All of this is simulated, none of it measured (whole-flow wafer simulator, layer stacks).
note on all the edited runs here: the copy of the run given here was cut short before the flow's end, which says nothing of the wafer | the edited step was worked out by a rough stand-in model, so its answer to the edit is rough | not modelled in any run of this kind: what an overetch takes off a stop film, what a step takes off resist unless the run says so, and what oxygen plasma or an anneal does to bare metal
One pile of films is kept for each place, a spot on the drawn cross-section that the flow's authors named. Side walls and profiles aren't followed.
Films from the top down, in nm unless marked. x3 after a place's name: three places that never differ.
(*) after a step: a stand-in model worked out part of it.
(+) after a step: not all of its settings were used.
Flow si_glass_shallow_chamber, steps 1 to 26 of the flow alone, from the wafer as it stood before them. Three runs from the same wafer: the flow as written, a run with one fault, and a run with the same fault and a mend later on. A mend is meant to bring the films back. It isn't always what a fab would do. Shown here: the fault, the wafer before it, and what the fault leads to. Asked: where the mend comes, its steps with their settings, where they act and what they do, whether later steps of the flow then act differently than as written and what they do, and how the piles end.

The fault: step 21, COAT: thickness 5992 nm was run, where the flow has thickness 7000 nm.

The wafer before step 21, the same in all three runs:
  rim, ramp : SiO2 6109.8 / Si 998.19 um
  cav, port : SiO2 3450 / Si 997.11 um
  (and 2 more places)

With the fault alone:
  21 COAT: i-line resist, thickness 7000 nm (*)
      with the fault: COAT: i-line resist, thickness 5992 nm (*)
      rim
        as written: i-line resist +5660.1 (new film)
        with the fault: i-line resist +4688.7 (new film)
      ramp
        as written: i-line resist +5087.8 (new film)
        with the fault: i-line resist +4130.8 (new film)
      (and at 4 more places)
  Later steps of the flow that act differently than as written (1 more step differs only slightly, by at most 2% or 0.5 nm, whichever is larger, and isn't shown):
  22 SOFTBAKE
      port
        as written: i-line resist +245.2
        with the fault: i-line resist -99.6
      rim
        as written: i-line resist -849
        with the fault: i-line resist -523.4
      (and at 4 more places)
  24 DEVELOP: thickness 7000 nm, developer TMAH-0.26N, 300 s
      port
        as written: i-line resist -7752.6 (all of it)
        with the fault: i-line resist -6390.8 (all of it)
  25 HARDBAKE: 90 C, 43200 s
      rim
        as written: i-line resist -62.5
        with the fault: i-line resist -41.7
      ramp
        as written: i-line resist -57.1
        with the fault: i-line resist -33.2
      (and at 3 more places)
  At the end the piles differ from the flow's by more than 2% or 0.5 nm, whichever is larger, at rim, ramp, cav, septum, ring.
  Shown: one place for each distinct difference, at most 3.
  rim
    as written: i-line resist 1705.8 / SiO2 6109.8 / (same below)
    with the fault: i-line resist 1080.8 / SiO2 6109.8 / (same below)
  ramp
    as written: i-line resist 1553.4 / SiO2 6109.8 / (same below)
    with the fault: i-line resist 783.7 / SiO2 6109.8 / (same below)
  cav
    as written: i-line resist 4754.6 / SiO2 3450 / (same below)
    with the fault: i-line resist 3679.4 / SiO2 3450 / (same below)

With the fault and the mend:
  The mend comes after step 25.
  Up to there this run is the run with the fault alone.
  25a STRIP: chemistry O2, 1800 s (+)
      rim
        i-line resist -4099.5 (all of it)
      ramp
        i-line resist -3802.4 (all of it)
      cav
        i-line resist -6698.2 (all of it)
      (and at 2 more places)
  25b DEHYDRATE: 150 C, 120 s (the flow's step 19 once more)
      changes no film at any place that is followed
  25c HMDS: 90 s (the flow's step 20 once more)
      changes no film at any place that is followed
  25d COAT: i-line resist, thickness 7000 nm (*) (the flow's step 21 once more)
      rim
        i-line resist +5660.1 (new film)
      ramp
        i-line resist +5087.8 (new film)
      cav
        i-line resist +7637.2 (new film)
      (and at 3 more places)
  25e SOFTBAKE (the flow's step 22 once more)
      rim
        i-line resist -849
      ramp
        i-line resist -434.5
      cav
        i-line resist +373.7
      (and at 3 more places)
  25f EXPOSE: photomask PORT, dose 600 mJ/cm2, wavelength 365 nm (*) (the flow's step 23 once more)
      changes no film at any place that is followed
  25g DEVELOP: developer TMAH-0.26N, 300 s (the flow's step 24 once more, with other settings)
      rim, ramp, cav, septum, ring
        i-line resist -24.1
      port
        i-line resist -7752.6 (all of it)
  25h HARDBAKE: 90 C, 43200 s (the flow's step 25 once more)
      rim
        i-line resist -62.5
      ramp
        i-line resist -57.1
      cav
        i-line resist -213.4
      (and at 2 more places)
  No later step of the flow acts differently than as written at any place that is followed.
  At the end the piles are the same as the flow's at every place that both follow.
